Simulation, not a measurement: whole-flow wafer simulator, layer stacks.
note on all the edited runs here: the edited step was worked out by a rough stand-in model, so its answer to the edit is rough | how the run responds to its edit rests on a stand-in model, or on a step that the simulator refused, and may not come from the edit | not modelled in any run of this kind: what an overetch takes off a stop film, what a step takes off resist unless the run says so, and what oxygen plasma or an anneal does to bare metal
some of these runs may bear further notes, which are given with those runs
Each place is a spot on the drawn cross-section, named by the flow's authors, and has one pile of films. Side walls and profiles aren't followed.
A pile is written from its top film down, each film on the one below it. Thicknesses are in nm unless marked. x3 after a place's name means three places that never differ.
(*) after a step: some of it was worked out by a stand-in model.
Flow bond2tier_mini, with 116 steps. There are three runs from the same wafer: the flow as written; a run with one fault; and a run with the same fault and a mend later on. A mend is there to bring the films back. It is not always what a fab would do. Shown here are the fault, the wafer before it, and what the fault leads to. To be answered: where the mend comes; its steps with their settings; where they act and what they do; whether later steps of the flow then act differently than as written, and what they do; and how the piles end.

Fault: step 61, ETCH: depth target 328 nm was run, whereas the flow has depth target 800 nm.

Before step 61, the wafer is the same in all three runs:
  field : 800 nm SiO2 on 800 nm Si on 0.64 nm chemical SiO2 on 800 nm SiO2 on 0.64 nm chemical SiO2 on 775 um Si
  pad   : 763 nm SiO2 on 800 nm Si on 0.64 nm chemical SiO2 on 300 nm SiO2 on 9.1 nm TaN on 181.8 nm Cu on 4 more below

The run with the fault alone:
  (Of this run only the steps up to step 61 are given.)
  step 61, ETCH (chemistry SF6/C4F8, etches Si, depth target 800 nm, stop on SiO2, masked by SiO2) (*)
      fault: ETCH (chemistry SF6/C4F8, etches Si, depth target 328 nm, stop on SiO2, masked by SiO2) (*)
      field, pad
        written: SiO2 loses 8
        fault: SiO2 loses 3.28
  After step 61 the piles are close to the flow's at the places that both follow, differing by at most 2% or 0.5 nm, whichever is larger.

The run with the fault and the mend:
  The mend stands after step 61.
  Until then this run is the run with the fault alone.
  step 61a, ETCH (chemistry SF6/C4F8, etches Si, depth target 472 nm, stop on SiO2, masked by SiO2) (*) (the flow's step 61, run once more with other settings)
      field, pad
        SiO2 loses 4.72
  None of the later steps of the flow acts differently than as written at any place that is followed.
  By the end, the piles equal the flow's at every place that both follow.
